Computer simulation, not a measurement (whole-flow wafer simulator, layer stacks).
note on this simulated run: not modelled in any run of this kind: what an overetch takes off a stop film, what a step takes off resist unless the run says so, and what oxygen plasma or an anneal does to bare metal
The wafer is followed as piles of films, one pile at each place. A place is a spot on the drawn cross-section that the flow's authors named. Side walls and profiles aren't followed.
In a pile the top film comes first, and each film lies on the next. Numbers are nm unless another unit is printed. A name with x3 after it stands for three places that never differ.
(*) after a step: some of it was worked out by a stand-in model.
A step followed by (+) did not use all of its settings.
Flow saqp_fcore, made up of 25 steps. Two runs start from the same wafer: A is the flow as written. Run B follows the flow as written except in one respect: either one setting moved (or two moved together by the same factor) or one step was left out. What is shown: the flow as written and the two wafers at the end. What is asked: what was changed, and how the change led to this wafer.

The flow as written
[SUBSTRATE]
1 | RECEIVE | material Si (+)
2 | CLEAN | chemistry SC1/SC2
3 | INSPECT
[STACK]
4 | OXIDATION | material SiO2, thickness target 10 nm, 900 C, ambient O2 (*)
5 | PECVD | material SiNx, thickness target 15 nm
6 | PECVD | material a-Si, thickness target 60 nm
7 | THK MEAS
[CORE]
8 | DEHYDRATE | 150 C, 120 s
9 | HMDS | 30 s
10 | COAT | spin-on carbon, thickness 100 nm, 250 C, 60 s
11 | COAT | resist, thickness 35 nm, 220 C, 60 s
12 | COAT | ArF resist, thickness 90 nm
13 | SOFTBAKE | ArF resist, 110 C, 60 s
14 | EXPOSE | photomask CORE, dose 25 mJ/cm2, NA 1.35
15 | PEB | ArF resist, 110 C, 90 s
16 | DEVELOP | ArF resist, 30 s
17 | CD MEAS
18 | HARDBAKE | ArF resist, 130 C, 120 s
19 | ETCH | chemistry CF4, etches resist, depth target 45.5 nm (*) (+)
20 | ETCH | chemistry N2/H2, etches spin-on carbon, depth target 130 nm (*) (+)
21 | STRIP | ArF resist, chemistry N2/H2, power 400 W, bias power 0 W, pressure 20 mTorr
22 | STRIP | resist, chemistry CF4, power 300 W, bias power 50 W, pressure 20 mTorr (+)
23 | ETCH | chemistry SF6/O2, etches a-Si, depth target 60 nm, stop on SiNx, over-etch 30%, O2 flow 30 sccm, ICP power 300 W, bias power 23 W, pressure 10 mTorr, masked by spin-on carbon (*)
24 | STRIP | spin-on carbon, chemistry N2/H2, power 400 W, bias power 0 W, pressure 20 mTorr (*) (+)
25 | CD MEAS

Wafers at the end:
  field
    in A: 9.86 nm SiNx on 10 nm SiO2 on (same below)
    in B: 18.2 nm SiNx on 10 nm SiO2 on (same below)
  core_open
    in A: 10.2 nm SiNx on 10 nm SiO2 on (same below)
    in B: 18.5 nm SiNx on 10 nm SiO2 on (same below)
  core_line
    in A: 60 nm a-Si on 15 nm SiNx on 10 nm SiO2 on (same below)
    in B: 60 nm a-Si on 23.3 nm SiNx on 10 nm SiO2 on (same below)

The reason: step 5, PECVD: thickness target 23.3 nm was run, while the flow as written has thickness target 15 nm.
One can read it off the wafer: core_line has SiNx 23.3, and step 5 as written asks for 15 nm.

Step by step, how the change led to this:
  5 | PECVD | material SiNx, thickness target 15 nm
      field, core_open, core_line: A SiNx gains 15 (new film) | B SiNx gains 23.3 (new film)
